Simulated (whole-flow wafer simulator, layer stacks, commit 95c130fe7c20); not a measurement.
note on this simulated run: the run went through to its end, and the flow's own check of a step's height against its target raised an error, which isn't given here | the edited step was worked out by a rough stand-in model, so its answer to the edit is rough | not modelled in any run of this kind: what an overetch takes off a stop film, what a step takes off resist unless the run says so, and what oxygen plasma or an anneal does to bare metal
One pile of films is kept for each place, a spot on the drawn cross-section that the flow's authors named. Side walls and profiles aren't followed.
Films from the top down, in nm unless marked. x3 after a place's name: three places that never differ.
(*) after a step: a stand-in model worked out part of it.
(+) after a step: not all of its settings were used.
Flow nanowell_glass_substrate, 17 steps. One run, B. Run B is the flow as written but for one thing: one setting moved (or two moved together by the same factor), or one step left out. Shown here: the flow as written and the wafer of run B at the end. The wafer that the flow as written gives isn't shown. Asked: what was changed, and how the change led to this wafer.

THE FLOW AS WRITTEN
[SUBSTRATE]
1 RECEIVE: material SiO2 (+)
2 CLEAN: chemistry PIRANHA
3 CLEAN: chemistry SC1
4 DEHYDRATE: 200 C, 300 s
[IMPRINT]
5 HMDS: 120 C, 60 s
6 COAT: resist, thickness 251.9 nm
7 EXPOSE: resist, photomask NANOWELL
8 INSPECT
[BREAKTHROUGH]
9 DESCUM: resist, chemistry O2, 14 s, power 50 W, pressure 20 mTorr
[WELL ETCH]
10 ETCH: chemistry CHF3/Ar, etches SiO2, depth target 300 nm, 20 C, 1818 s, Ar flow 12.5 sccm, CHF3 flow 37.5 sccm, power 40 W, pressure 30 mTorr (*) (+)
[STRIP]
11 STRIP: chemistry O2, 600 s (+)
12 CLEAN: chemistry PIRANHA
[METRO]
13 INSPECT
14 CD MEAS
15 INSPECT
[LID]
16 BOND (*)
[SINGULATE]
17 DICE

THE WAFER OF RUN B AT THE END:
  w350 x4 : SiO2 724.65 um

The cause: step 10, ETCH: depth target 352 nm was run, where the flow has depth target 300 nm.

How the change led to this, step by step:
  10 ETCH: chemistry CHF3/Ar, etches SiO2, depth target 300 nm, 20 C, 1818 s, Ar flow 12.5 sccm, CHF3 flow 37.5 sccm, power 40 W, pressure 30 mTorr (*) (+)
      w350 x4: SiO2 -352 (as written it would be: SiO2 -300)
      land: resist -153 (as written it would be: resist -130.4)
  11 STRIP: chemistry O2, 600 s (+)
      land: resist -103.3 (all of it) (as written it would be: resist -125.9 (all of it))
